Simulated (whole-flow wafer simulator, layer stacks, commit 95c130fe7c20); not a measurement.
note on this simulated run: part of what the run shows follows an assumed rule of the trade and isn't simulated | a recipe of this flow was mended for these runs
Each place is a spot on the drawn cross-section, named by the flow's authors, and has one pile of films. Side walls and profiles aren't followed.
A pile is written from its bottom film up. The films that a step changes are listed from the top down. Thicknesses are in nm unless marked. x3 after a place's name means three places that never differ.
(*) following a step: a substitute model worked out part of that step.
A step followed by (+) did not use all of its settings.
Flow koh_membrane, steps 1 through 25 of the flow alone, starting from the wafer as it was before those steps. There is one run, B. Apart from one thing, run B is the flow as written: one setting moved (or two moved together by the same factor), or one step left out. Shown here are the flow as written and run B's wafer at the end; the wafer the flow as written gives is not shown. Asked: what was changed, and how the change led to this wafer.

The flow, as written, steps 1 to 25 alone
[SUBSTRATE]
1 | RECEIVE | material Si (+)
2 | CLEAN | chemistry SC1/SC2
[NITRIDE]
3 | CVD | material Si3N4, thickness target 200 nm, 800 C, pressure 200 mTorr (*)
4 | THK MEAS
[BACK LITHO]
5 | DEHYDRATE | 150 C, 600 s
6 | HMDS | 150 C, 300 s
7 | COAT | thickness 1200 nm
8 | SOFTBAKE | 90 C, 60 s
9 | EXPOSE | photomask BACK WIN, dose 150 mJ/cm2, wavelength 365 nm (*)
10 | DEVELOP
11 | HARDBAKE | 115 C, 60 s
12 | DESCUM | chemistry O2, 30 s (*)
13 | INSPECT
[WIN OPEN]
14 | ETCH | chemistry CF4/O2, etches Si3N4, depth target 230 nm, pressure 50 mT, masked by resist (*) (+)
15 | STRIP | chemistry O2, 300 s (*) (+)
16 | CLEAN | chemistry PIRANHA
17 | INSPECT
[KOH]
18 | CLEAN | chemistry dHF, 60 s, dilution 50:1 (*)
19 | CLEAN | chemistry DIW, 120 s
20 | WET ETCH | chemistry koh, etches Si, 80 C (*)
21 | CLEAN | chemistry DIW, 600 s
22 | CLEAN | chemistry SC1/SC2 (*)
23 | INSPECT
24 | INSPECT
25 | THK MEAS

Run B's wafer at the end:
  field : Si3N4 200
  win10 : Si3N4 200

The reason: step 3, CVD: material Si3N4, thickness target 200 nm, 800 C, pressure 200 mTorr (*), was omitted.

The path from the change to this, step by step:
  12 | DESCUM | chemistry O2, 30 s (*)
      win20 x4, win10: chemical SiO2 gains 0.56, Si loses 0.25 (it would be, as written: nothing)
  14 | ETCH | chemistry CF4/O2, etches Si3N4, depth target 230 nm, pressure 50 mT, masked by resist (*) (+)
      win20 x4, win10: chemical SiO2 loses 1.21 (all of it), Si loses 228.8 (it would be, as written: Si3N4 loses 200 (all of it), chemical SiO2 loses 0.64 (all of it), Si loses 29.4)
  15 | STRIP | chemistry O2, 300 s (*) (+)
      field: i-line-resist loses 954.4 (all of it), chemical SiO2 gains 2.34, Si loses 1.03 (it would be, as written: i-line-resist loses 954.4 (all of it))
  18 | CLEAN | chemistry dHF, 60 s, dilution 50:1 (*)
      field: chemical SiO2 loses 2.98 (all of it) (it would be, as written: Si3N4 loses 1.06)
  20 | WET ETCH | chemistry koh, etches Si, 80 C (*)
      field: Si loses 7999 (all of it) (it would be, as written: Si3N4 loses 0.53)
      win10: Si loses 7769.6 (all of it) (it would be, as written: Si loses 7337.9)
      (as well as at 4 more places)
  22 | CLEAN | chemistry SC1/SC2 (*)
      win10: nothing (it would be, as written: chemical SiO2 gains 0.6 (new film), Si loses 0.26)
